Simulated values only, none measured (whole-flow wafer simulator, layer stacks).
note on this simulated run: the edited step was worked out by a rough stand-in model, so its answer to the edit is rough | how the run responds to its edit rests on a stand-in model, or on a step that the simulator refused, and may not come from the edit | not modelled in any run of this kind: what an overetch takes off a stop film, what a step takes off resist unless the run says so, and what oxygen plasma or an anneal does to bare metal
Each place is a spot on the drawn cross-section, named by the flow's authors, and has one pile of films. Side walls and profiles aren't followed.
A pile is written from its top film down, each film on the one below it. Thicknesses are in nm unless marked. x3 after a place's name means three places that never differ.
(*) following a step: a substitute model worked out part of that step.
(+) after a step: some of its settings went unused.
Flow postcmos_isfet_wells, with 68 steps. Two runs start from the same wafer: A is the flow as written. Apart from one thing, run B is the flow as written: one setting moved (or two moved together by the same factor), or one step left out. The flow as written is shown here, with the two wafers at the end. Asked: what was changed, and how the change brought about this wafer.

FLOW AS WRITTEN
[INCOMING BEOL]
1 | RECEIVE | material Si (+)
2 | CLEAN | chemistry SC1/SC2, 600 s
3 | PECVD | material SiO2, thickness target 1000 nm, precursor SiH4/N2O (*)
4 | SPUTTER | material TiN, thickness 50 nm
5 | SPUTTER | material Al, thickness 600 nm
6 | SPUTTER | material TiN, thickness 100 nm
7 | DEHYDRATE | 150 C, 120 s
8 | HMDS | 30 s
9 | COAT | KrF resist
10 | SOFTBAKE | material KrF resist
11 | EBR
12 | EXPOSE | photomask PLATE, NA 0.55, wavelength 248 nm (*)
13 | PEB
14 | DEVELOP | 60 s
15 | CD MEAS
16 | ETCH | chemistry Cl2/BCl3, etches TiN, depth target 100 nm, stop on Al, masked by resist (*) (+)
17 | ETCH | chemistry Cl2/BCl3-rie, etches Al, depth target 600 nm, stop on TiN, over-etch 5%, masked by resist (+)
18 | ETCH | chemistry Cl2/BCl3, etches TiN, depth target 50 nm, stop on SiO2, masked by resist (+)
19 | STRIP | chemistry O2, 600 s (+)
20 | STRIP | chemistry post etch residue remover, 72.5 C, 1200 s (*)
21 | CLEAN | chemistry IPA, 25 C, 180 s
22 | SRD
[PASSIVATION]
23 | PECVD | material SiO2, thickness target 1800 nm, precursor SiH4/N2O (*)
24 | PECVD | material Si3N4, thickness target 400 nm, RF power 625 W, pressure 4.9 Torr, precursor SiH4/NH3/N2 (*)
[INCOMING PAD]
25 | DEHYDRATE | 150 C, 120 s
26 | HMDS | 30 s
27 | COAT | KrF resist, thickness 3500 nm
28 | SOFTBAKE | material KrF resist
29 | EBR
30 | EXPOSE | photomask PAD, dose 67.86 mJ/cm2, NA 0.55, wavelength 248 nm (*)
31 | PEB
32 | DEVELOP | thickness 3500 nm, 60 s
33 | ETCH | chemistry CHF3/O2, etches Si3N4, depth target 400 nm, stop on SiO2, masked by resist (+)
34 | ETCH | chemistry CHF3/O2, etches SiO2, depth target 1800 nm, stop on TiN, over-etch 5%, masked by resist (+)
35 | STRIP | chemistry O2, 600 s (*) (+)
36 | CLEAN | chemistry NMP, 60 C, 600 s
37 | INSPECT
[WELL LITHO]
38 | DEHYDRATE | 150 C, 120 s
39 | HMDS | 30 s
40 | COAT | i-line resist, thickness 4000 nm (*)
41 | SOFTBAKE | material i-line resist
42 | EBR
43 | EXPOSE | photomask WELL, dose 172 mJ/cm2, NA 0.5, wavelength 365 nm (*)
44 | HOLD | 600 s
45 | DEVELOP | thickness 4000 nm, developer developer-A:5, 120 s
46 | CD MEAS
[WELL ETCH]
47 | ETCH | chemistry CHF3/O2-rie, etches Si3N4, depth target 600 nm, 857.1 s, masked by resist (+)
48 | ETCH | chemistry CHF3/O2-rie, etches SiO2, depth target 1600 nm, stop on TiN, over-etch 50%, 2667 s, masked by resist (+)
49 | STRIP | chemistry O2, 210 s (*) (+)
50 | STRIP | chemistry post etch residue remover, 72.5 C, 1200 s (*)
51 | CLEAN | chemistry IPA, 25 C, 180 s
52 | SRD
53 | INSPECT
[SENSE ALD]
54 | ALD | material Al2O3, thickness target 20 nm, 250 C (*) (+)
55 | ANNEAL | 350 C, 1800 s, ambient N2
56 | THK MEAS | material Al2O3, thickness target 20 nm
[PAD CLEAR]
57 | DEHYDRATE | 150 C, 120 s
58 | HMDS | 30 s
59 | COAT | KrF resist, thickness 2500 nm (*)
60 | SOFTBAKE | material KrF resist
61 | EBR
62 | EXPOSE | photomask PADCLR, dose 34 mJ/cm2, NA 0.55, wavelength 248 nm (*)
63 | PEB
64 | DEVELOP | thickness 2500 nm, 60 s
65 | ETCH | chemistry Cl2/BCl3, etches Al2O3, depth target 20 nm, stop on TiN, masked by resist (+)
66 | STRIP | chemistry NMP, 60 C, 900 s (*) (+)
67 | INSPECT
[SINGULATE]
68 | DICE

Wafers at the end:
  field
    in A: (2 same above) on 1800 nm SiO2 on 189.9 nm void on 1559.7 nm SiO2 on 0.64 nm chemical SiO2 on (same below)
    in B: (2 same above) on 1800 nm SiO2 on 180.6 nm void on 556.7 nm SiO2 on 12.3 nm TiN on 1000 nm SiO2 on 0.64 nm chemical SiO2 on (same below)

The reason: step 16, ETCH: depth target 81 nm was run, though the flow has depth target 100 nm.

The path from the change to this, step by step:
  16 | ETCH | chemistry Cl2/BCl3, etches TiN, depth target 100 nm, stop on Al, masked by resist (*) (+)
      field: A TiN loses 100 (all of it) | B TiN loses 81
      margin, well900, well1300 x3, pad_rim, pad_clr, pad_open: A KrF resist loses 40 | B KrF resist loses 32.4
  17 | ETCH | chemistry Cl2/BCl3-rie, etches Al, depth target 600 nm, stop on TiN, over-etch 5%, masked by resist (+)
      field: A Al loses 600 (all of it) | B TiN loses 19 (all of it), Al loses 569.6
  18 | ETCH | chemistry Cl2/BCl3, etches TiN, depth target 50 nm, stop on SiO2, masked by resist (+)
      field: A TiN loses 50 (all of it) | B Al loses 30.4 (all of it), TiN loses 37.2
  23 | PECVD | material SiO2, thickness target 1800 nm, precursor SiH4/N2O (*)
      field: A SiO2 gains 1800 (new film), void gains 189.9 (new film), SiO2 gains 559.7 | B SiO2 gains 1800 (new film), void gains 180.6 (new film), SiO2 gains 556.7 (new film)
With metal films that touch counted as one body, field has 1 body; the flow as written gives 0 bodies.
